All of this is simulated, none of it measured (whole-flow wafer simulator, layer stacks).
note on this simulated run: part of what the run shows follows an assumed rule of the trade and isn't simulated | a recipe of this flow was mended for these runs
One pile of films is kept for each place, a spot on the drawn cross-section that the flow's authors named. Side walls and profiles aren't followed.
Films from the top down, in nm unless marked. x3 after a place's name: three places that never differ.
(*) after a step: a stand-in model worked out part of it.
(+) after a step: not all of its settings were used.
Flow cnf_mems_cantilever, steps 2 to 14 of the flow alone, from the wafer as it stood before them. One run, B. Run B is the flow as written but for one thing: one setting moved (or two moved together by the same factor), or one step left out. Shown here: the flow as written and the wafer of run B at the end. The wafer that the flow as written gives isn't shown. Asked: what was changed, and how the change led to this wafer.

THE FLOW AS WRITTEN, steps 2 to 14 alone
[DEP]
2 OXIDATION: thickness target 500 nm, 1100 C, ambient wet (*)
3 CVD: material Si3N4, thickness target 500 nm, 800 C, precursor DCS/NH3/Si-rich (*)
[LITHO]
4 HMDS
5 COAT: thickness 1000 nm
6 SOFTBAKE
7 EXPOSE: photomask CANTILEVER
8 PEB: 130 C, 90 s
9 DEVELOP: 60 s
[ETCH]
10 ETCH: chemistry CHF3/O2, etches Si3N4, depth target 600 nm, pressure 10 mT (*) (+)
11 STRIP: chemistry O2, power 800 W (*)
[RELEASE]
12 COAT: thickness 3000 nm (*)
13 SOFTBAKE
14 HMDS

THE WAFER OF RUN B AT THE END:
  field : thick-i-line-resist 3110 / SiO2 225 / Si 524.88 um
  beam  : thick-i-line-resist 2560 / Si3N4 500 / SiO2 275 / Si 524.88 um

The cause: step 2, OXIDATION: thickness target 275 nm was run, where the flow has thickness target 500 nm.
It can be read off the wafer: beam has SiO2 275, and step 2 as written asks for 500 nm.

How the change led to this, step by step:
  2 OXIDATION: thickness target 500 nm, 1100 C, ambient wet (*)
      field, beam: SiO2 +275 (new film), chemical SiO2 -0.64 (all of it), Si -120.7 (as written it would be: SiO2 +500 (new film), chemical SiO2 -0.64 (all of it), Si -219.7)
